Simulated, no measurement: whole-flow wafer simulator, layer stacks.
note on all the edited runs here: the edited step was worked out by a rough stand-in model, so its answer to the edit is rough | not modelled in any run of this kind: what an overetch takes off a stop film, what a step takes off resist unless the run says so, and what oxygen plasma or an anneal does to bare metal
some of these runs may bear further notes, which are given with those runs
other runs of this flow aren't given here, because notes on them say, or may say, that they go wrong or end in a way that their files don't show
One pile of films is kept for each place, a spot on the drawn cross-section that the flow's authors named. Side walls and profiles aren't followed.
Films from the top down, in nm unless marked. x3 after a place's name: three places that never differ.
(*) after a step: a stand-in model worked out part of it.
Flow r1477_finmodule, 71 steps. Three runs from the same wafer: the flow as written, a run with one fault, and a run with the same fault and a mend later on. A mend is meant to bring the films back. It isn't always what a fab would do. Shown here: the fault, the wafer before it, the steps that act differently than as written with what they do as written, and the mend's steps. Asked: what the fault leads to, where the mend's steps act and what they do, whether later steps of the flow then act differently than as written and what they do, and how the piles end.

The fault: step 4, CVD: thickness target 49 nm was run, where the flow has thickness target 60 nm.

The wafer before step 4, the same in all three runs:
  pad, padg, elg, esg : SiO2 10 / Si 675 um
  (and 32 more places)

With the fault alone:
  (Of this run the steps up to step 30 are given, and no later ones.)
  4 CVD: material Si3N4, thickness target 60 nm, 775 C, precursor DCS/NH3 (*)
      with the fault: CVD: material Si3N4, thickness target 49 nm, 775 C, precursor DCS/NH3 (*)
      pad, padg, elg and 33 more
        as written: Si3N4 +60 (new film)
        with the fault: Si3N4 +49 (new film)
  No later step of the flow up to step 30 acts differently than as written at any place that is followed.
  After step 30 the piles differ from the flow's by more than 2% or 0.5 nm, whichever is larger, at pad, padg, elg and 33 more.
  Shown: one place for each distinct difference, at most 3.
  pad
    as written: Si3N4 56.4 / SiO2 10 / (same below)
    with the fault: Si3N4 45.4 / SiO2 10 / (same below)
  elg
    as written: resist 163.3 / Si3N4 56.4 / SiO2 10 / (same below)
    with the fault: resist 163.3 / Si3N4 45.4 / SiO2 10 / (same below)
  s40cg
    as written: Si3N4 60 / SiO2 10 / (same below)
    with the fault: Si3N4 49 / SiO2 10 / (same below)

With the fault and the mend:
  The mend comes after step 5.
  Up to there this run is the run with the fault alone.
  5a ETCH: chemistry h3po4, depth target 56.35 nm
      pad, padg, elg and 33 more
        Si3N4 -49 (all of it)
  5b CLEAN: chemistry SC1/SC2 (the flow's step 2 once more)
      changes no film at any place that is followed
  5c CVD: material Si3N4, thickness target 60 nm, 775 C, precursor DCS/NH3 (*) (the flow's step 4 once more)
      pad, padg, elg and 33 more
        Si3N4 +60 (new film)
  No later step of the flow acts differently than as written at any place that is followed.
  At the end the piles are the same as the flow's at every place that both follow.
